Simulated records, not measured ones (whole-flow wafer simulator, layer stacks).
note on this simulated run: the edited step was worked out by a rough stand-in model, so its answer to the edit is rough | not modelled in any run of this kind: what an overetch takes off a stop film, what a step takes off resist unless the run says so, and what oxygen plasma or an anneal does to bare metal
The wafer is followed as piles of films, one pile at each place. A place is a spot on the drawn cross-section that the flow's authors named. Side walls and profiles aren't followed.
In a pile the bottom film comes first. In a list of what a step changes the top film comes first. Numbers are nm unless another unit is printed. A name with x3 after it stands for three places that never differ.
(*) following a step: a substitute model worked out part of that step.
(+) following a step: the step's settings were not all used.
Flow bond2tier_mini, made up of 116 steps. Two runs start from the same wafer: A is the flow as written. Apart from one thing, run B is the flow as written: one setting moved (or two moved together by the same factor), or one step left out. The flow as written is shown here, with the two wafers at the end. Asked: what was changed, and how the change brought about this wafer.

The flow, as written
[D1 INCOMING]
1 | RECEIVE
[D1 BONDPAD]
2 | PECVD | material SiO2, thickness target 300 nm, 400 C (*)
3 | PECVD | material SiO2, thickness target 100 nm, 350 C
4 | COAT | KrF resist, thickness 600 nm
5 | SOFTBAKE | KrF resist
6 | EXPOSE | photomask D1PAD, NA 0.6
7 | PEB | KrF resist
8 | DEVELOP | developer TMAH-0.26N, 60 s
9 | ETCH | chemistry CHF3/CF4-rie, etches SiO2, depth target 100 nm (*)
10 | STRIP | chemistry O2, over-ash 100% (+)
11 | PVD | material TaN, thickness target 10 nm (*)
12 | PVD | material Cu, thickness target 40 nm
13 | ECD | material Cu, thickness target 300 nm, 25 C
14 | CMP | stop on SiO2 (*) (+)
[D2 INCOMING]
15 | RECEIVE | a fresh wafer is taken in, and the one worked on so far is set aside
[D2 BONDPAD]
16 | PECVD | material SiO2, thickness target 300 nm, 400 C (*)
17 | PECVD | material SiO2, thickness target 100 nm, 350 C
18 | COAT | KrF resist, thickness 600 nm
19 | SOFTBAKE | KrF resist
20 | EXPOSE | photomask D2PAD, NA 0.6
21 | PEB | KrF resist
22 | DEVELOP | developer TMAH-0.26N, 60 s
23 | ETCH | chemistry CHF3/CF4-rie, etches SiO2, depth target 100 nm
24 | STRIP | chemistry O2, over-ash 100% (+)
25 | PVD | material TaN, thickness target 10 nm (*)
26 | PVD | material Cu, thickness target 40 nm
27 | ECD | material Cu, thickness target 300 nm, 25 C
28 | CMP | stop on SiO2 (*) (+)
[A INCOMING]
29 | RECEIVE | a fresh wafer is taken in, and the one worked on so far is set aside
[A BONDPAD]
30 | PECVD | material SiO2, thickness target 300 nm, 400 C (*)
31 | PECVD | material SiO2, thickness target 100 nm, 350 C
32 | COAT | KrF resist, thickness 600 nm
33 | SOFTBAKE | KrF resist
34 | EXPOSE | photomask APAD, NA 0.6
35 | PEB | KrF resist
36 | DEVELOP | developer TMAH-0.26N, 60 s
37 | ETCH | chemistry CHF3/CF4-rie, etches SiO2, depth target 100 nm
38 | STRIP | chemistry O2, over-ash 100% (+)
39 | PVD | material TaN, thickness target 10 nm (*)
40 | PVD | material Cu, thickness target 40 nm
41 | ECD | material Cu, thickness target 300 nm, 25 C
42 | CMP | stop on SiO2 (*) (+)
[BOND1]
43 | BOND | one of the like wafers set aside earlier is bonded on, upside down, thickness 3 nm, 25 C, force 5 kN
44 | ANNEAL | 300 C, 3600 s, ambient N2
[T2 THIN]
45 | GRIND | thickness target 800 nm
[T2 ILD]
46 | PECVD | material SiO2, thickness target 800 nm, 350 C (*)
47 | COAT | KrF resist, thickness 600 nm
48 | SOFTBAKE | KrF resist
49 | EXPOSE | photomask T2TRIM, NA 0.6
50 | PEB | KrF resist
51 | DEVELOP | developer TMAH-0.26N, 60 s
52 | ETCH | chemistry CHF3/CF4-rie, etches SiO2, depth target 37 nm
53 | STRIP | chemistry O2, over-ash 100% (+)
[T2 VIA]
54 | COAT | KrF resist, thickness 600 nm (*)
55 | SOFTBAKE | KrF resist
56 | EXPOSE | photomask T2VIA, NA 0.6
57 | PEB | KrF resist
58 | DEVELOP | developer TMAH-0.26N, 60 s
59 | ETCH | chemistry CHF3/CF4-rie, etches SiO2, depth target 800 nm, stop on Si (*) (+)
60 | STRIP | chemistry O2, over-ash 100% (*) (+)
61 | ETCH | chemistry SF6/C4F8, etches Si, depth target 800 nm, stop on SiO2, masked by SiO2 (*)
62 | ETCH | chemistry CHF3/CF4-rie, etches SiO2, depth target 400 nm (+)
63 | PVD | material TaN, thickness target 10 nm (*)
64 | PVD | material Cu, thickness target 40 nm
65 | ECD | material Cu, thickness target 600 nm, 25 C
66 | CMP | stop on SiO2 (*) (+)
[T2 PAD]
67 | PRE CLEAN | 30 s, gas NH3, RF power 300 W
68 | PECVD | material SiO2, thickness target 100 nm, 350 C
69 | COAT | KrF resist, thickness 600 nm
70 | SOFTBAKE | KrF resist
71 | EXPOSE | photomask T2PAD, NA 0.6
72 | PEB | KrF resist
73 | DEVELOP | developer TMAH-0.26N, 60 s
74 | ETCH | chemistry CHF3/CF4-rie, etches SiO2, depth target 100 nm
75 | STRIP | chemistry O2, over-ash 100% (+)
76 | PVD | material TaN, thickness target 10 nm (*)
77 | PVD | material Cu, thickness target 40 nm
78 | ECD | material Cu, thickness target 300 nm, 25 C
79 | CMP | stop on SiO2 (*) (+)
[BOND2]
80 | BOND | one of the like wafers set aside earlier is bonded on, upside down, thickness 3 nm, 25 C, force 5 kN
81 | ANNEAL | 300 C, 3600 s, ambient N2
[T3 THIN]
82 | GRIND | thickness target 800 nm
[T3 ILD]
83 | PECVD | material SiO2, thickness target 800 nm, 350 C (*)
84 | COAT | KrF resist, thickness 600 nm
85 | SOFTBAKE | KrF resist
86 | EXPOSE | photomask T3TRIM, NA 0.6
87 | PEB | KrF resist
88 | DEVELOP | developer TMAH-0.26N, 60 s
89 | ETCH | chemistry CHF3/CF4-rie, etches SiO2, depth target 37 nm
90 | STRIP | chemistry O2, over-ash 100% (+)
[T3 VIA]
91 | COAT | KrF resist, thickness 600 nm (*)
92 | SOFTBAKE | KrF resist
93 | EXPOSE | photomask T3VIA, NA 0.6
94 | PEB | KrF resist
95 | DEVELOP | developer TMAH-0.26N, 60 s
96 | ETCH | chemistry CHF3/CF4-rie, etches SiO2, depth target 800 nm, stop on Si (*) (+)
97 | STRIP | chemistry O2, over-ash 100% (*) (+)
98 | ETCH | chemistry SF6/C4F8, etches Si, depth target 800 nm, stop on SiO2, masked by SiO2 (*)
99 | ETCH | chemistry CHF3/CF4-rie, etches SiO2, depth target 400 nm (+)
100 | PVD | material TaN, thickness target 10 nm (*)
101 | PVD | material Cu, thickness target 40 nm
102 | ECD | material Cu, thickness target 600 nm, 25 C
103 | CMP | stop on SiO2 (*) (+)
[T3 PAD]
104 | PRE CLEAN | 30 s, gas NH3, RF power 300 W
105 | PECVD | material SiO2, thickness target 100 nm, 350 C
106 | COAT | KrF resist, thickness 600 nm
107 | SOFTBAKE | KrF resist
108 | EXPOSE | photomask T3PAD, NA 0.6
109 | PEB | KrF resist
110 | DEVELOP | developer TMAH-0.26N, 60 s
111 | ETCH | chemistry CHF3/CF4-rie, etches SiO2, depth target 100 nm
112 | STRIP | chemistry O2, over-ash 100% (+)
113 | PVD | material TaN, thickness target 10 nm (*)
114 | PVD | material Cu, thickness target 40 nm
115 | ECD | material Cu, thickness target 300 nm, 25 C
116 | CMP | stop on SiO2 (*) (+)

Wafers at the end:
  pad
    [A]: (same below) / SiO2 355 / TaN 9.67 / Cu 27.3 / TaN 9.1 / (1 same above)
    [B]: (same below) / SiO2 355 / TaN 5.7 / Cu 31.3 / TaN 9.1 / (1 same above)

What caused this: step 100, PVD: thickness target 5.9 nm was run, though the flow has thickness target 10 nm.

Step by step, how the change led to this:
  100 | PVD | material TaN, thickness target 10 nm (*)
      field: A TaN gains 10 (new film) | B TaN gains 5.9 (new film)
      pad: A TaN gains 9.67 (new film) | B TaN gains 5.7 (new film)
  103 | CMP | stop on SiO2 (*) (+)
      field: A Cu loses 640 (all of it), TaN loses 10 (all of it) | B Cu loses 640 (all of it), TaN loses 5.9 (all of it)
